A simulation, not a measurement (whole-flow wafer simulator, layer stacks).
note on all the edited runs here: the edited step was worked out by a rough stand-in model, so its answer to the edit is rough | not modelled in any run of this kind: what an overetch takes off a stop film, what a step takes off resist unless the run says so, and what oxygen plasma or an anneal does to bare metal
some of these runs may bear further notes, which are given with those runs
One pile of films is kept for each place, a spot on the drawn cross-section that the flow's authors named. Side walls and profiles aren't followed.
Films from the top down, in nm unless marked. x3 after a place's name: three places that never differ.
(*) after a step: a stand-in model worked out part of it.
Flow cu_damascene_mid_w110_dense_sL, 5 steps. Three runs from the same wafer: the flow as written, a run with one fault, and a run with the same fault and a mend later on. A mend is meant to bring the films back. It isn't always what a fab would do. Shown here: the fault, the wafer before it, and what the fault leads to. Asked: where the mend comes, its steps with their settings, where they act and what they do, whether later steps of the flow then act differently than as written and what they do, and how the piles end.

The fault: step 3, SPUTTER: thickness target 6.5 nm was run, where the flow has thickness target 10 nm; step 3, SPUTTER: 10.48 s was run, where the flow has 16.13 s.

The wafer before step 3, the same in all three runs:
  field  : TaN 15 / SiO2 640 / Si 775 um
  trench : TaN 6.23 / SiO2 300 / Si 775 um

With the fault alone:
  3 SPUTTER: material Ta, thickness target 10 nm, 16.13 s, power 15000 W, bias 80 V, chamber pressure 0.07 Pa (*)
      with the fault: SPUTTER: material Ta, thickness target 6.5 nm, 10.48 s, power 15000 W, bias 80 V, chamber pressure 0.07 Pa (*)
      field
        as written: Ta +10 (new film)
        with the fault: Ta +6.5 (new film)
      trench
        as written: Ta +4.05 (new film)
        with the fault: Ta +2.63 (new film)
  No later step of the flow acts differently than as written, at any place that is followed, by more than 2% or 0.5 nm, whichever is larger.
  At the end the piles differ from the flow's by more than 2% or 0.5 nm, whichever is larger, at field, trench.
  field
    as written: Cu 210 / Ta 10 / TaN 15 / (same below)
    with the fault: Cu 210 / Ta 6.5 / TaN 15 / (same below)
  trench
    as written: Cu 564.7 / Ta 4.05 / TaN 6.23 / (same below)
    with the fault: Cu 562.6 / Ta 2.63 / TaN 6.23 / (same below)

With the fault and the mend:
  The mend comes after step 3.
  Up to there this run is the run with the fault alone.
  3a SPUTTER: material Ta, thickness target 3.5 nm, 5.646 s, power 15000 W, bias 80 V, chamber pressure 0.07 Pa (*) (the flow's step 3 once more, with other settings)
      field
        Ta +3.5
      trench
        Ta +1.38
  No later step of the flow acts differently than as written at any place that is followed.
  At the end the piles differ from the flow's only slightly at the places that both follow, by at most 2% or 0.5 nm, whichever is larger.
